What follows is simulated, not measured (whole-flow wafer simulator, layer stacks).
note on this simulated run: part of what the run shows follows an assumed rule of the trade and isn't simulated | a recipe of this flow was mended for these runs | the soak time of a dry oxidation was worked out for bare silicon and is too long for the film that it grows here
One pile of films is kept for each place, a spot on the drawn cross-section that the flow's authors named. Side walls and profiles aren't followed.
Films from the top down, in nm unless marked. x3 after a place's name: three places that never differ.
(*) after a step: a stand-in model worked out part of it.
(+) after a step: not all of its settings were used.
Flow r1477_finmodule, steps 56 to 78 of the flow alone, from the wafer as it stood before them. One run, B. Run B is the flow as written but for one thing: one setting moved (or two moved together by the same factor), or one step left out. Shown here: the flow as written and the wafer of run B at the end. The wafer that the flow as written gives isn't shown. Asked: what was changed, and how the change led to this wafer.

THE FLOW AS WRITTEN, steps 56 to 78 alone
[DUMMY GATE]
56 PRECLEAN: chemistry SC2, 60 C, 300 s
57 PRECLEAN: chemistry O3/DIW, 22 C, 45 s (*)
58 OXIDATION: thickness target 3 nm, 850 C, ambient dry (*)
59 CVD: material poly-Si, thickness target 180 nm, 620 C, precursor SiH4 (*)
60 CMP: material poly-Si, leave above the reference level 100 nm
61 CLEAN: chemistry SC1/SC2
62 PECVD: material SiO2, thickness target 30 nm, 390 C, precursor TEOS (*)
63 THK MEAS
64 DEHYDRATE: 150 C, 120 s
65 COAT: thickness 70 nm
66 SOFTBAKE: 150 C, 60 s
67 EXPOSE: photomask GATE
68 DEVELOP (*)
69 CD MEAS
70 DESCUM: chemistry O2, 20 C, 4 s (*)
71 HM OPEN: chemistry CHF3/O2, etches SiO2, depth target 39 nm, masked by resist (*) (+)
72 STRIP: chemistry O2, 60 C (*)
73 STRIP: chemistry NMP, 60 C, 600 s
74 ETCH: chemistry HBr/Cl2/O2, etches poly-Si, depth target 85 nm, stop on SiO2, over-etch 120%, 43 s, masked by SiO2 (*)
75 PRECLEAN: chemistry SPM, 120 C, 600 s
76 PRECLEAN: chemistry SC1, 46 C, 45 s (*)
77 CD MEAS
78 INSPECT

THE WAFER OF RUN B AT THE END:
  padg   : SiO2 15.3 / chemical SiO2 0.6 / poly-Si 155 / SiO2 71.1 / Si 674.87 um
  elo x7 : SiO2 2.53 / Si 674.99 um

The cause: step 62, PECVD: thickness target 22.8 nm was run, where the flow has thickness target 30 nm.

How the change led to this, step by step:
  62 PECVD: material SiO2, thickness target 30 nm, 390 C, precursor TEOS (*)
      pad, padg, elg x7 and 27 more: SiO2 +22.8 (new film) (as written it would be: SiO2 +30 (new film))
  71 HM OPEN: chemistry CHF3/O2, etches SiO2, depth target 39 nm, masked by resist (*) (+)
      pad, elo x7, eso x6, e200so, s40co x3: SiO2 -22.8 (all of it), chemical SiO2 -0.6 (all of it), poly-Si -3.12 (as written it would be: SiO2 -30 (all of it), chemical SiO2 -0.6 (all of it), poly-Si -1.68)
